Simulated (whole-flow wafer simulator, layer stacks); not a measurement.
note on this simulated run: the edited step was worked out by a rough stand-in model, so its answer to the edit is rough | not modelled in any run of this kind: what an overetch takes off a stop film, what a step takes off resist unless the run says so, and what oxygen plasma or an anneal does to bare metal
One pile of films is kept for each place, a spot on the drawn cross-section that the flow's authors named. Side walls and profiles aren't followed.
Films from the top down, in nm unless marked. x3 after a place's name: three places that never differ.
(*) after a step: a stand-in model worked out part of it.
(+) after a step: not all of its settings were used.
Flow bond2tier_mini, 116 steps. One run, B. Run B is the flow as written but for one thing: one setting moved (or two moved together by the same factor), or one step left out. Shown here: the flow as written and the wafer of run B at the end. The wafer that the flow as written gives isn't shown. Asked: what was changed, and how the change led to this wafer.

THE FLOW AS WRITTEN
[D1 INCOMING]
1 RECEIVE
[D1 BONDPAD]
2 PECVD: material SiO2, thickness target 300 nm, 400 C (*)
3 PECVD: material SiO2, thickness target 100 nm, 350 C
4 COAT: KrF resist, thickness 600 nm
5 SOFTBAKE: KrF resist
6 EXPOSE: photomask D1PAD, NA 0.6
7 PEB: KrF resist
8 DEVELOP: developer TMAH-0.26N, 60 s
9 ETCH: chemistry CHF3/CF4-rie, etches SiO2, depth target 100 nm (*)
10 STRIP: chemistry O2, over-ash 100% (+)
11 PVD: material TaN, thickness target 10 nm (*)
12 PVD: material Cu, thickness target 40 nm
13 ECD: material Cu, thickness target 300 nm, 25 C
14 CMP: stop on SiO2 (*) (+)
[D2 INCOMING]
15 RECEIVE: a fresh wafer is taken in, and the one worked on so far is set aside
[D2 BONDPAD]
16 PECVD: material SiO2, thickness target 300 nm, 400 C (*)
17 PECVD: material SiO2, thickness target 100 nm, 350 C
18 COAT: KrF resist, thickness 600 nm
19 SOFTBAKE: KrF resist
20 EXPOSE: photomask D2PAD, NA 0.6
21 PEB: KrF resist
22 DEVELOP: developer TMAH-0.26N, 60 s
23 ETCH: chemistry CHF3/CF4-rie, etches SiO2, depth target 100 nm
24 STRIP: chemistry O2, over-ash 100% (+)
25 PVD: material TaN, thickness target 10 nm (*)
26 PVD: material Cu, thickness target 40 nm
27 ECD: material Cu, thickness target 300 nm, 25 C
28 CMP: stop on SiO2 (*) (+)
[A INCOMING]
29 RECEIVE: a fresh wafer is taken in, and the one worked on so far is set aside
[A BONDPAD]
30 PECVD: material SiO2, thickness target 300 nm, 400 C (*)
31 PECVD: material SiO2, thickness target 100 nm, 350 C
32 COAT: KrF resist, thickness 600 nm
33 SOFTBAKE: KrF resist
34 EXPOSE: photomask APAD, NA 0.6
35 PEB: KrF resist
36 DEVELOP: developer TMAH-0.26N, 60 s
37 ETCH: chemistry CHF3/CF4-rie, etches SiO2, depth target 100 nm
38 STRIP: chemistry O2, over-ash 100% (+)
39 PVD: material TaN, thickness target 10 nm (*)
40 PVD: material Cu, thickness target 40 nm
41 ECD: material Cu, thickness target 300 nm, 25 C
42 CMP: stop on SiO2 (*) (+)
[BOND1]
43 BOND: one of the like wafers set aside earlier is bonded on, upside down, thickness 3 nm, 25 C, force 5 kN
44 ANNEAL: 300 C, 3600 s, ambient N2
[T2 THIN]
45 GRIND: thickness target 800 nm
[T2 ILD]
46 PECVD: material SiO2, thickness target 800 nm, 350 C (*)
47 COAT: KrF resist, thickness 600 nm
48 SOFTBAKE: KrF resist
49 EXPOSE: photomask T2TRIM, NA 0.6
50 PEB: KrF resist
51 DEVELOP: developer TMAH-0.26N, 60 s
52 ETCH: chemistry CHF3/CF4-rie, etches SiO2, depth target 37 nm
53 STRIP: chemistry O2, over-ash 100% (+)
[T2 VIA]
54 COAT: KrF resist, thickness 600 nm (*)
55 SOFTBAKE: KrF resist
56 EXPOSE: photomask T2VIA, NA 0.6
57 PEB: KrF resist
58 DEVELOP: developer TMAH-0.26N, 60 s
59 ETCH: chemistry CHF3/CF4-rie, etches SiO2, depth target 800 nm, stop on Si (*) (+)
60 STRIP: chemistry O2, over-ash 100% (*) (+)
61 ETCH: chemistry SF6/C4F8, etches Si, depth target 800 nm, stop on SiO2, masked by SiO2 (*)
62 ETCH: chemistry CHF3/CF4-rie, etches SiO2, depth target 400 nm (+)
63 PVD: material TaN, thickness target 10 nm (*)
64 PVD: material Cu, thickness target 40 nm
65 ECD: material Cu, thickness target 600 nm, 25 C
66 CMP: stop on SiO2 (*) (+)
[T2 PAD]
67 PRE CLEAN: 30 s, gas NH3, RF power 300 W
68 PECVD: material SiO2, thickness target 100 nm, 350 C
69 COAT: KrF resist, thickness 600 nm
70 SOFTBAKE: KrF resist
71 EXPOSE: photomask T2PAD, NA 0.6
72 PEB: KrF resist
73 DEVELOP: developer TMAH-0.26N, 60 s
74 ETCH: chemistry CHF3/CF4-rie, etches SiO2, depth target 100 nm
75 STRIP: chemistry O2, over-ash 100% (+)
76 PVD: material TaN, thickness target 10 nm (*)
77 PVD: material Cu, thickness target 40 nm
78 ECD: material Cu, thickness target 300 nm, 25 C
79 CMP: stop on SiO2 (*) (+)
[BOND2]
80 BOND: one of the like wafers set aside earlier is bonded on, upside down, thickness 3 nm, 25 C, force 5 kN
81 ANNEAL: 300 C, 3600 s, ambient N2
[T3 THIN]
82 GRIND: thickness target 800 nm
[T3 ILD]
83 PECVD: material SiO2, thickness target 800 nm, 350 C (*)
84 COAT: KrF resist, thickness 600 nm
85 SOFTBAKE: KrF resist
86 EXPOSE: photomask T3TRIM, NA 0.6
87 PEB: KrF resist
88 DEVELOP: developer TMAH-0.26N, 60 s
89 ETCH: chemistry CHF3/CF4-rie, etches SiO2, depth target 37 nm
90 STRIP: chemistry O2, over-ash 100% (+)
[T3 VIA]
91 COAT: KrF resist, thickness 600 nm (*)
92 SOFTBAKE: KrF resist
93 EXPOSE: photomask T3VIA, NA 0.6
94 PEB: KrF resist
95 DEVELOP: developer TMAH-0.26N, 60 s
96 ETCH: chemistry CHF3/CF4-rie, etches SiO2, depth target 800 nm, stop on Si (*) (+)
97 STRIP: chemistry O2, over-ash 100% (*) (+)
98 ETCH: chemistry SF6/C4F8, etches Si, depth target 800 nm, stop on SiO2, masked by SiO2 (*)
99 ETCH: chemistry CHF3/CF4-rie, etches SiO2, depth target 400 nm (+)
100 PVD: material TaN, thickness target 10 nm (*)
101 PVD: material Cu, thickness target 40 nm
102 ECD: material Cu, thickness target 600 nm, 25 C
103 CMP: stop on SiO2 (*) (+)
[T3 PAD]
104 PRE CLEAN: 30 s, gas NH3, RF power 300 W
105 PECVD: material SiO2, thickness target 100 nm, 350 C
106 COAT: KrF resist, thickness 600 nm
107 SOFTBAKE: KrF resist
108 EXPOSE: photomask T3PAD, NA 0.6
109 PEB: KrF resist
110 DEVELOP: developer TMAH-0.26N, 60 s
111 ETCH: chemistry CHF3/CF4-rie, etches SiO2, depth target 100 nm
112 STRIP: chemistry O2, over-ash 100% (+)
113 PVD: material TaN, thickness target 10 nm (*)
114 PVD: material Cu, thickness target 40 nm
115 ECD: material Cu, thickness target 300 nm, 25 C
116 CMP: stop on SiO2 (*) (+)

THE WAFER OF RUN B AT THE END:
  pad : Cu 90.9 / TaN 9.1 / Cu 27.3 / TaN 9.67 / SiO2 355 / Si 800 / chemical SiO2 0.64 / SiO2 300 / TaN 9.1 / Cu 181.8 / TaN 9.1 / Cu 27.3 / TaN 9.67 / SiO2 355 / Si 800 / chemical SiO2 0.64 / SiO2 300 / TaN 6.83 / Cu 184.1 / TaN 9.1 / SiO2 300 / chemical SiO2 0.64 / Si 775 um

The cause: step 11, PVD: thickness target 7.5 nm was run, where the flow has thickness target 10 nm.

How the change led to this, step by step:
  11 PVD: material TaN, thickness target 10 nm (*)
      field: TaN +7.5 (new film) (as written it would be: TaN +10 (new film))
      pad: TaN +6.83 (new film) (as written it would be: TaN +9.1 (new film))
      (and at 1 more place)
  14 CMP: stop on SiO2 (*) (+)
      field: Cu -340 (all of it), TaN -7.5 (all of it) (as written it would be: Cu -340 (all of it), TaN -10 (all of it))
  43 BOND: one of the like wafers set aside earlier is bonded on, upside down, thickness 3 nm, 25 C, force 5 kN
      pad: Si +775 um (new film), chemical SiO2 +0.64 (new film), SiO2 +300 (new film), TaN +6.83 (new film), Cu +93.2 (as written it would be: Si +775 um (new film), chemical SiO2 +0.64 (new film), SiO2 +300 (new film), TaN +9.1 (new film), Cu +90.9)
      via: Si +775 um (new film), chemical SiO2 +0.64 (new film), SiO2 +300 (new film), TaN +7.48 (new film), Cu +92.5 (as written it would be: Si +775 um (new film), chemical SiO2 +0.64 (new film), SiO2 +300 (new film), TaN +9.97 (new film), Cu +90)
